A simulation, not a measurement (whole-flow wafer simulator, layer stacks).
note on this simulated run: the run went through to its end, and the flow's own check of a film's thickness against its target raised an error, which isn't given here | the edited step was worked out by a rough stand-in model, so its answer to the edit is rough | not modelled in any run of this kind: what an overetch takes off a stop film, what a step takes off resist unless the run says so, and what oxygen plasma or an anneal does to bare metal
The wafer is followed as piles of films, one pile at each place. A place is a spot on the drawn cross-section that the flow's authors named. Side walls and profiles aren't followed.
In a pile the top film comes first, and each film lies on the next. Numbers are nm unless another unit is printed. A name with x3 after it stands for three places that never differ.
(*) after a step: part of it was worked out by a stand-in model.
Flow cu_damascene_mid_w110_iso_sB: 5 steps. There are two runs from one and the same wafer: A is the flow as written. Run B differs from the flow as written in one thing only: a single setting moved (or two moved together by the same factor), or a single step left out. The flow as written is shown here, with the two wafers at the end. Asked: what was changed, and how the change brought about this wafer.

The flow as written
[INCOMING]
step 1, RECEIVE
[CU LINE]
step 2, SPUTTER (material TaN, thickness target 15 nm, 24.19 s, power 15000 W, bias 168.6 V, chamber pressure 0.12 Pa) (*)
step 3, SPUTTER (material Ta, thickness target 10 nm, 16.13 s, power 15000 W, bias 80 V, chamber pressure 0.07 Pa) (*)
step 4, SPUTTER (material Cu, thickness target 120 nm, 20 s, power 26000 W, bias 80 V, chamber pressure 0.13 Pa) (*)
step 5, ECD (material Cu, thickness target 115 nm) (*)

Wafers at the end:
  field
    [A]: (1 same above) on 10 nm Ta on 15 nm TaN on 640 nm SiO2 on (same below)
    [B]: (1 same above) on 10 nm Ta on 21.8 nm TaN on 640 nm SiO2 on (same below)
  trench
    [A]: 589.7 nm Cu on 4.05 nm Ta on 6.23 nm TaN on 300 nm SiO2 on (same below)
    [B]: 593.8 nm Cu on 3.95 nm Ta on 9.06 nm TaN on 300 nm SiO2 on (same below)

The reason: step 2, SPUTTER: thickness target 21.8 nm was run, whereas the flow has thickness target 15 nm; step 2, SPUTTER: 35.08 s was run, where the flow has 24.19 s.
One can read it off the wafer: field has TaN 21.8, and step 2 as written asks for 15 nm.

The path from the change to this, step by step:
  step 2, SPUTTER (material TaN, thickness target 15 nm, 24.19 s, power 15000 W, bias 168.6 V, chamber pressure 0.12 Pa) (*)
      field: A +15 TaN (new film) | B +21.8 TaN (new film)
      trench: A +6.23 TaN (new film) | B +9.06 TaN (new film)
  step 4, SPUTTER (material Cu, thickness target 120 nm, 20 s, power 26000 W, bias 80 V, chamber pressure 0.13 Pa) (*)
      trench: A +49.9 Cu (new film) | B +48.9 Cu (new film)
